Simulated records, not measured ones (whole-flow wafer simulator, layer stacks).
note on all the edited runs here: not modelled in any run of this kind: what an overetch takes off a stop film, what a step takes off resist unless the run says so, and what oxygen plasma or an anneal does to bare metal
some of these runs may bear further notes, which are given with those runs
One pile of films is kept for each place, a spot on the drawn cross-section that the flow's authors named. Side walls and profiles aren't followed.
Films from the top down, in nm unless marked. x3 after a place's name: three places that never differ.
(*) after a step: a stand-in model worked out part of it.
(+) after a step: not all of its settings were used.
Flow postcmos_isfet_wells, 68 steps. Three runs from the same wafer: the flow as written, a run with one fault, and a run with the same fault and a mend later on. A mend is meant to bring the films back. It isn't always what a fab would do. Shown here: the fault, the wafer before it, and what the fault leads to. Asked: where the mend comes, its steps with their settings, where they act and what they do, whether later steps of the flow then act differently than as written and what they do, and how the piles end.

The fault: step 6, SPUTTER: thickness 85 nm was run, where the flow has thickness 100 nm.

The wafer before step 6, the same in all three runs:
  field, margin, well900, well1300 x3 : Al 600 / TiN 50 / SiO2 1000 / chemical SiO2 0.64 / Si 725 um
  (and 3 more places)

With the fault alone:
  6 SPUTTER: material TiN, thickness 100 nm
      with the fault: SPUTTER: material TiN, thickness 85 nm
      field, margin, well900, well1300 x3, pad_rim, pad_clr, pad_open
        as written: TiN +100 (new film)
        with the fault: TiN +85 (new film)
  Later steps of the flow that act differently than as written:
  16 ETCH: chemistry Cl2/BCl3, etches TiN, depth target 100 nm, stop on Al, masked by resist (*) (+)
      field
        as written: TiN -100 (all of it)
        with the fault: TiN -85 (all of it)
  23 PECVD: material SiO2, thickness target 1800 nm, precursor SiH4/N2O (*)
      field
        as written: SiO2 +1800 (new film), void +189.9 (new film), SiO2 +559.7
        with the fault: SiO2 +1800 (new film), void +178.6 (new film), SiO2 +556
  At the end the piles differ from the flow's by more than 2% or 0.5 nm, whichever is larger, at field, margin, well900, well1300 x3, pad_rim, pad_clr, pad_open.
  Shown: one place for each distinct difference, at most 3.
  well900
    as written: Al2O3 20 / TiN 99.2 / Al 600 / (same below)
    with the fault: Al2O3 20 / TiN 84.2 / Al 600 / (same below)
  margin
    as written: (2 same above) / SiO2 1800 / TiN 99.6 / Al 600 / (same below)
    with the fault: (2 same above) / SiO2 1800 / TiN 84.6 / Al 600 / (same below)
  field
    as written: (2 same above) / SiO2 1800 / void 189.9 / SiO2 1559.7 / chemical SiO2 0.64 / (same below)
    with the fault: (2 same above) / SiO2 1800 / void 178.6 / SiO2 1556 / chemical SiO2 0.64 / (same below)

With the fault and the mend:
  The mend comes after step 15.
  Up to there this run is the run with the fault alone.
  15a STRIP: chemistry O2, 600 s (+)
      margin, well900, well1300 x3, pad_rim, pad_clr, pad_open
        KrF resist -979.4 (all of it)
  15b SPUTTER: material TiN, thickness 15 nm (the flow's step 6 once more, with other settings)
      field, margin, well900, well1300 x3, pad_rim, pad_clr, pad_open
        TiN +15
  15c HMDS: 30 s (the flow's step 8 once more)
      changes no film at any place that is followed
  15d COAT: KrF resist (the flow's step 9 once more)
      field, margin, well900, well1300 x3, pad_rim, pad_clr, pad_open
        KrF resist +1000 (new film)
  15e SOFTBAKE: material KrF resist (the flow's step 10 once more)
      changes no film at any place that is followed
  15f EBR (the flow's step 11 once more)
      changes no film at any place that is followed
  15g EXPOSE: photomask PLATE, NA 0.55, wavelength 248 nm (*) (the flow's step 12 once more)
      changes no film at any place that is followed
  15h PEB (the flow's step 13 once more)
      field, margin, well900, well1300 x3, pad_rim, pad_clr, pad_open
        KrF resist -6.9
  15i DEVELOP: 60 s (the flow's step 14 once more)
      margin, well900, well1300 x3, pad_rim, pad_clr, pad_open
        KrF resist -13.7
      field
        KrF resist -993.1 (all of it)
  No later step of the flow acts differently than as written at any place that is followed.
  At the end the piles are the same as the flow's at every place that both follow.
